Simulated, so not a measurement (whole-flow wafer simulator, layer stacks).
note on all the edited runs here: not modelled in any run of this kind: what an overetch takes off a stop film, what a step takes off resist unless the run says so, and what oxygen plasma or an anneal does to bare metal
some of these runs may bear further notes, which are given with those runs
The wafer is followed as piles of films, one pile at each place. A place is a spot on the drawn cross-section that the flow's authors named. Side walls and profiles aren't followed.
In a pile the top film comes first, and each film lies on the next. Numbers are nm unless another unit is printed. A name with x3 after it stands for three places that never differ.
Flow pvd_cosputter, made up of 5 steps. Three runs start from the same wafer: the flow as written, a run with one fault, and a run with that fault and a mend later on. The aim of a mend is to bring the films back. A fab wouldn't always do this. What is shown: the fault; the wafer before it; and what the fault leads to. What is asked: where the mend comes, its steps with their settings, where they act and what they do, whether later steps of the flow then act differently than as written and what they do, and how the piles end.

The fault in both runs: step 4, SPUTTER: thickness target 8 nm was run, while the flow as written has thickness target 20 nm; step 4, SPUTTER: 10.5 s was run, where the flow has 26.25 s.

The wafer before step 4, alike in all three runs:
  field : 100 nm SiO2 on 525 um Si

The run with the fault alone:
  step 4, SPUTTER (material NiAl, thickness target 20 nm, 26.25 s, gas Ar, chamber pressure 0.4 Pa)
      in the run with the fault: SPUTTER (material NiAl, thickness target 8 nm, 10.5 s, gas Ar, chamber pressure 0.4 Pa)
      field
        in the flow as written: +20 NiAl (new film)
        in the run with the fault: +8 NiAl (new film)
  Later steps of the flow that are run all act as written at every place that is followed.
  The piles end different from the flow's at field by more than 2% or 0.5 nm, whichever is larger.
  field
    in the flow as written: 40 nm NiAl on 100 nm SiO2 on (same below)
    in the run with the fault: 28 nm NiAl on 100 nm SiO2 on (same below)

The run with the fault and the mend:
  The mend stands after step 4.
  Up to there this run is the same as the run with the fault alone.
  step 4a, SPUTTER (material NiAl, thickness target 12 nm, 15.75 s, gas Ar, chamber pressure 0.4 Pa) (the flow's step 4 again, with other settings)
      field
        +12 NiAl
  Later steps of the flow that are run all act as written at every place that is followed.
  At every place that both follow, the piles at the end match the flow's.
